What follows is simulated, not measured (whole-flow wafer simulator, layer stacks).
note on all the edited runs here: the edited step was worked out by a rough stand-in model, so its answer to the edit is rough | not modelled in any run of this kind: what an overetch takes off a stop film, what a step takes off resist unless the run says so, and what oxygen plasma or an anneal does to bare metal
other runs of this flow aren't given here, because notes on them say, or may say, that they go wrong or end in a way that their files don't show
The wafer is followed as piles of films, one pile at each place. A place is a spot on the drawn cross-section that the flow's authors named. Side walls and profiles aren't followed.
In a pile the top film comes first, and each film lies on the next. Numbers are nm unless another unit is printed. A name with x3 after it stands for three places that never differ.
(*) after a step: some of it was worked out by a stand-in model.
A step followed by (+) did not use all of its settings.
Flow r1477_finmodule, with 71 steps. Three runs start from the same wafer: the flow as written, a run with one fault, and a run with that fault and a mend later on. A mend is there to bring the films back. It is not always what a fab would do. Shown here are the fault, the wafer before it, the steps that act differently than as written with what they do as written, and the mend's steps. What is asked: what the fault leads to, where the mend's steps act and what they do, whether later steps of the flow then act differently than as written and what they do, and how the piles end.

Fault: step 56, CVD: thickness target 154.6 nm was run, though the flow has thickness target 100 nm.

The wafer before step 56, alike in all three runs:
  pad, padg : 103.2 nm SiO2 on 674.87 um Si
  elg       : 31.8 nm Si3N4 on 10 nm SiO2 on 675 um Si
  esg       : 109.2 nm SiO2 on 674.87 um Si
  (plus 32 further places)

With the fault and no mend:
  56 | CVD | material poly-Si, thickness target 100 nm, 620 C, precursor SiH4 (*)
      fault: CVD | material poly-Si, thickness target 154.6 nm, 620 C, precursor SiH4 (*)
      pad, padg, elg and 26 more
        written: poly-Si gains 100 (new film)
        fault: poly-Si gains 154.6 (new film)
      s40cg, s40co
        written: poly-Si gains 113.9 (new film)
        fault: poly-Si gains 169.2 (new film)
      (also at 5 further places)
  Later steps of the flow acting differently than as written (not shown: 2 more steps that differ only slightly, by at most 2% or 0.5 nm, whichever is larger):
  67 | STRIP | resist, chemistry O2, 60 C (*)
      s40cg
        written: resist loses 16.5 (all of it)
        fault: resist loses 15.9 (all of it)
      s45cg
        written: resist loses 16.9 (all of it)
        fault: resist loses 16.2 (all of it)
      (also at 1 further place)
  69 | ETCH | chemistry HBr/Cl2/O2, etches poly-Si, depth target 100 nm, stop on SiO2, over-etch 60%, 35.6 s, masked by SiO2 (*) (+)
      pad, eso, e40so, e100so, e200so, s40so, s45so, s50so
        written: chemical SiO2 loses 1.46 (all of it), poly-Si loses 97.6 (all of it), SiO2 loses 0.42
        fault: chemical SiO2 loses 1.46 (all of it), poly-Si loses 152.2 (all of it)
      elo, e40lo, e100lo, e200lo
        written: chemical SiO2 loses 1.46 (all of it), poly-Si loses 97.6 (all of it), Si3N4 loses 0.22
        fault: chemical SiO2 loses 1.46 (all of it), poly-Si loses 152.2 (all of it)
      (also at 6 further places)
  At padg, elg, esg and 18 more, the piles at the end differ from the flow's by more than 2% or 0.5 nm, whichever is larger.
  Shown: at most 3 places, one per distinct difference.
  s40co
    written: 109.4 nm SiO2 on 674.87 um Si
    fault: 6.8 nm poly-Si on 109.6 nm SiO2 on 674.87 um Si
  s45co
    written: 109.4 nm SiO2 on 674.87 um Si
    fault: 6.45 nm poly-Si on 109.6 nm SiO2 on 674.87 um Si
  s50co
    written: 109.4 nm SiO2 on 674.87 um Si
    fault: 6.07 nm poly-Si on 109.6 nm SiO2 on 674.87 um Si

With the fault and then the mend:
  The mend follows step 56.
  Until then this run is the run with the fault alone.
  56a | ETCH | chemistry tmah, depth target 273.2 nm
      pad, padg, elg and 26 more
        poly-Si loses 154.6 (all of it)
      s40cg, s40co
        poly-Si loses 169.2 (all of it)
      s45cg, s45co
        poly-Si loses 168.9 (all of it)
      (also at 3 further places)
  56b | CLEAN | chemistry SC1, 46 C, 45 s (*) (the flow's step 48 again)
      s40sg_line, s45sg_line, s50sg_line, s40so_line, s45so_line, s50so_line
        SiO2 loses 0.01
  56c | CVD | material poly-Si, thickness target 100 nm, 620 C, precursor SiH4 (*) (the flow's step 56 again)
      pad, padg, elg and 26 more
        poly-Si gains 100 (new film)
      s40cg, s40co
        poly-Si gains 113.9 (new film)
      s45cg, s45co
        poly-Si gains 113.4 (new film)
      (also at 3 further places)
  Every later step of the flow that is run acts as written, at every place that is followed, to within 2% or 0.5 nm, whichever is larger.
  When the end is reached, the piles differ only a little from the flow's at the places that both follow, at most by 2% or 0.5 nm, whichever is larger.
